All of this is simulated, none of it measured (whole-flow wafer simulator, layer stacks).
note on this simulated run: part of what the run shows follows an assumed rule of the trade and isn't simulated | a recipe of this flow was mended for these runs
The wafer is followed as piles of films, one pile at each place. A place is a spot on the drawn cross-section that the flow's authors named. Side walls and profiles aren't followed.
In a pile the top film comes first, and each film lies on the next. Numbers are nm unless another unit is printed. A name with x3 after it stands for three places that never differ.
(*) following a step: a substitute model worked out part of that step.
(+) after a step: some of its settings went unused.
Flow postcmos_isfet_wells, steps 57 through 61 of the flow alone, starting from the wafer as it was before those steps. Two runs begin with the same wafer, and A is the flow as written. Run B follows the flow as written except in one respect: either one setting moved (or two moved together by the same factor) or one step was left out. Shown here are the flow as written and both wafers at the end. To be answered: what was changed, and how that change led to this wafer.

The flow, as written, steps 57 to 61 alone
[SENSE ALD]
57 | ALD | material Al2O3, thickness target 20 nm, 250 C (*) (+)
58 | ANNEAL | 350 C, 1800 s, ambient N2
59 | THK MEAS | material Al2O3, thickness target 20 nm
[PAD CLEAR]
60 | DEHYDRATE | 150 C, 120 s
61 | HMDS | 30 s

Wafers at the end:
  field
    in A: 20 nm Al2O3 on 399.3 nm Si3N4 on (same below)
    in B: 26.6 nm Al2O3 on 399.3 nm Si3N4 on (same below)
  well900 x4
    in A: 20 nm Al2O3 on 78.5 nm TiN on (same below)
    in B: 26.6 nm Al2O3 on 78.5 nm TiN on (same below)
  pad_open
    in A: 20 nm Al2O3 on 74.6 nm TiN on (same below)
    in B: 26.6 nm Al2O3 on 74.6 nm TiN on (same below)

Cause: step 57, ALD: thickness target 26.63 nm was run, whereas the flow has thickness target 20 nm.
The wafer itself shows it: field has Al2O3 26.6, and step 57 as written asks for 20 nm.

The path from the change to this, step by step:
  57 | ALD | material Al2O3, thickness target 20 nm, 250 C (*) (+)
      field, margin x3, well900 x4, pad_open: A +20 Al2O3 (new film) | B +26.6 Al2O3 (new film)
